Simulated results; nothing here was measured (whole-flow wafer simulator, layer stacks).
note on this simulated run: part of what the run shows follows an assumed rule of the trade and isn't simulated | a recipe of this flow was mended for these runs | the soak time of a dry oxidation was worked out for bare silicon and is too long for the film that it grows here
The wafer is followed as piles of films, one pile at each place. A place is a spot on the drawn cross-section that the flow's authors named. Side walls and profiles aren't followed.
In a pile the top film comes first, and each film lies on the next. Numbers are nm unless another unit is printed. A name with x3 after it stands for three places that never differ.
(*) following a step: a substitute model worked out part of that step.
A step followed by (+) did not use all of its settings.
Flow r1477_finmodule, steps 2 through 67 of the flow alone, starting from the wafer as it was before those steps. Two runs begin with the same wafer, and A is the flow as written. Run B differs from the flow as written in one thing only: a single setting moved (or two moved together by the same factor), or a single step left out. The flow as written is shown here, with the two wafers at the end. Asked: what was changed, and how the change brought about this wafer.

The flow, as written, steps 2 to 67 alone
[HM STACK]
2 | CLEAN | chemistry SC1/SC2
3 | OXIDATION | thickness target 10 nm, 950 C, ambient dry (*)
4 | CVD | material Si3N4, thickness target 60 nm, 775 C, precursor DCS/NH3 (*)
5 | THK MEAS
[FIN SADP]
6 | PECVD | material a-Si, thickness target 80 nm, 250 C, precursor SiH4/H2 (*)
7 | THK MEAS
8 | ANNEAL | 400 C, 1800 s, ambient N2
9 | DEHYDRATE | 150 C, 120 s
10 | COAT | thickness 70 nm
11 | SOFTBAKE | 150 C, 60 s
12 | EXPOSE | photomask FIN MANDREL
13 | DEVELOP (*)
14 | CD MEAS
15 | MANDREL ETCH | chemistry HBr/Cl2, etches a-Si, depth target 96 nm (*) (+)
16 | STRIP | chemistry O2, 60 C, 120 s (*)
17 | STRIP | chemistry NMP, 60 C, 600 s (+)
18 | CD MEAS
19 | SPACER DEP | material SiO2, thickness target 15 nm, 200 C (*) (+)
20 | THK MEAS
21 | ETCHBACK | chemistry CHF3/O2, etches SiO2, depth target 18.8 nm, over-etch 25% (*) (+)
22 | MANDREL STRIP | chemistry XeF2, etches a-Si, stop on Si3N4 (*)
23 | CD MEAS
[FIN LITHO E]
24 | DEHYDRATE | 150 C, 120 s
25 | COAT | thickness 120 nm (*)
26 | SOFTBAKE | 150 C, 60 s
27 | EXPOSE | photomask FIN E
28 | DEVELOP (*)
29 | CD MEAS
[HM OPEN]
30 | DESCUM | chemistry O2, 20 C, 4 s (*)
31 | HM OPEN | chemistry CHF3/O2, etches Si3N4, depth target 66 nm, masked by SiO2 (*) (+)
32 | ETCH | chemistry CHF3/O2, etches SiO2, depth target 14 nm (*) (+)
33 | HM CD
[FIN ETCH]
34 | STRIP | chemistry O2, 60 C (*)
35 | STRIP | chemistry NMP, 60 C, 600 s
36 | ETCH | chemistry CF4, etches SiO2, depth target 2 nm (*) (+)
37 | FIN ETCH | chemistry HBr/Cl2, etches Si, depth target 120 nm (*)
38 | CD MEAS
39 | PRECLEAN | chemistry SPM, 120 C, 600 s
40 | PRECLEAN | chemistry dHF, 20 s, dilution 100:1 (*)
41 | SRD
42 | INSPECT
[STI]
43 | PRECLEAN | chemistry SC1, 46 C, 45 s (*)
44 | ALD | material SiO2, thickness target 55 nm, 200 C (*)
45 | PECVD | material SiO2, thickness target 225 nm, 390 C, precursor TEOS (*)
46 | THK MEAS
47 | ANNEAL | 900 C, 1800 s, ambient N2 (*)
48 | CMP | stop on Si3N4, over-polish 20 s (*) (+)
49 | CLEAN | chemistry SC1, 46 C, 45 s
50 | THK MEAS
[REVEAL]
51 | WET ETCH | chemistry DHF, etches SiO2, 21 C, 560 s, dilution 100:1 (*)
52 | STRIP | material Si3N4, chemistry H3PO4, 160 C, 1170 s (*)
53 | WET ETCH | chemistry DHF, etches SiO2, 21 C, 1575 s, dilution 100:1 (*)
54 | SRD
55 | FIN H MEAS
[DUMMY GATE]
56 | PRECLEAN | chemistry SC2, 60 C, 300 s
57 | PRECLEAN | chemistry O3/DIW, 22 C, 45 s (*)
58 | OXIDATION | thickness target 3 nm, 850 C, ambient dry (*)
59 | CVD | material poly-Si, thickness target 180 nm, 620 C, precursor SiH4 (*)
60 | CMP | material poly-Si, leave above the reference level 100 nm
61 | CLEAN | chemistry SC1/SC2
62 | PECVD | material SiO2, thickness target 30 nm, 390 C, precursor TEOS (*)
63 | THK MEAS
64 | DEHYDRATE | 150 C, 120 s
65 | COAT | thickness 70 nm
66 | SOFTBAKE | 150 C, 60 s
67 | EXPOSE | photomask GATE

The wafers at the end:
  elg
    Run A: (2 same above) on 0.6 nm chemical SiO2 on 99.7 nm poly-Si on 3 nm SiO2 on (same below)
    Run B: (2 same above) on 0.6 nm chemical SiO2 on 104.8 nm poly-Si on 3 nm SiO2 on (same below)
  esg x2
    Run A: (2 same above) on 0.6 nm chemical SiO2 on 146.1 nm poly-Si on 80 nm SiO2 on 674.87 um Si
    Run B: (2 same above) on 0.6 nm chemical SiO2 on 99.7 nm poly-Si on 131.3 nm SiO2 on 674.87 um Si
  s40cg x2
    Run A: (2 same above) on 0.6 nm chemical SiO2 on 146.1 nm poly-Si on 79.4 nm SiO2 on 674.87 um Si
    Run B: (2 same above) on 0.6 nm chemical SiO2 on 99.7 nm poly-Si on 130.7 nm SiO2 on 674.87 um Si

The reason: step 53, WET ETCH: 551.2 s was run, while the flow as written has 1575 s.

Step by step, how the change led to this:
  53 | WET ETCH | chemistry DHF, etches SiO2, 21 C, 1575 s, dilution 100:1 (*)
      esg x2, e40sg x2, e100sg x2 and 14 more: A SiO2 loses 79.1 | B SiO2 loses 27.7
      pad x2: A SiO2 loses 85.7 | B SiO2 loses 30
  59 | CVD | material poly-Si, thickness target 180 nm, 620 C, precursor SiH4 (*)
      esg x2, e40sg x2, e100sg x2 and 12 more: A poly-Si gains 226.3 (new film) | B poly-Si gains 180 (new film)
      s40sg_line x2, s45sg_line x2, s50sg_line x2: A poly-Si gains 180 (new film) | B poly-Si gains 184.9 (new film)
      (as well as at 5 more places)
  60 | CMP | material poly-Si, leave above the reference level 100 nm
      elg, e200lg x2: A poly-Si loses 80 | B poly-Si loses 75
      pad x2: A poly-Si loses 24.8 | B poly-Si loses 75.4
      (as well as at 4 more places)
